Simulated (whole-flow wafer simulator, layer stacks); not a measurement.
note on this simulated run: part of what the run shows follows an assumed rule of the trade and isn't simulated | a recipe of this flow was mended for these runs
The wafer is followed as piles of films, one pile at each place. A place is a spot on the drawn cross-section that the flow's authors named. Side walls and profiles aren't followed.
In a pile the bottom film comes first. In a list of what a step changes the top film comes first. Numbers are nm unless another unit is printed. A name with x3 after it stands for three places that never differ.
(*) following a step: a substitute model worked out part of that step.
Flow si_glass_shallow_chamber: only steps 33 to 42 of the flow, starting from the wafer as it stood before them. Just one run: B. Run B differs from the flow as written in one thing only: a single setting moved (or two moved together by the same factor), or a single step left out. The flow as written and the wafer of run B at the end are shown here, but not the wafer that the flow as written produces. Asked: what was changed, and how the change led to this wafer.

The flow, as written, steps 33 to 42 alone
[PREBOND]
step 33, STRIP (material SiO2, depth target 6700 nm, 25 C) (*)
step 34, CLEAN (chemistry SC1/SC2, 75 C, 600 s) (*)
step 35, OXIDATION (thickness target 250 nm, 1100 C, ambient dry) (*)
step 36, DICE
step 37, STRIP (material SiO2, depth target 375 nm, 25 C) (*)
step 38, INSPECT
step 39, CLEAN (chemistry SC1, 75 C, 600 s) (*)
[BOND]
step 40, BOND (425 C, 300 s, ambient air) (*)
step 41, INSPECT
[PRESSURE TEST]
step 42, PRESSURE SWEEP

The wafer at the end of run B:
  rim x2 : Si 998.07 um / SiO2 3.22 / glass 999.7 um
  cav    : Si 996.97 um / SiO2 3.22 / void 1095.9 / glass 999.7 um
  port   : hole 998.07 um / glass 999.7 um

Cause: step 37, STRIP: depth target 187.5 nm was run, while the flow as written has depth target 375 nm.

How this came from the change, step by step:
  step 37, STRIP (material SiO2, depth target 375 nm, 25 C) (*)
      rim x2, cav, septum, ring: -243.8 SiO2 (in the flow as written it would be: -250 SiO2 (all of it))
  step 39, CLEAN (chemistry SC1, 75 C, 600 s) (*)
      rim x2, cav, septum, ring: -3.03 SiO2 (in the flow as written it would be: +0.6 chemical SiO2 (new film), -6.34 Si)
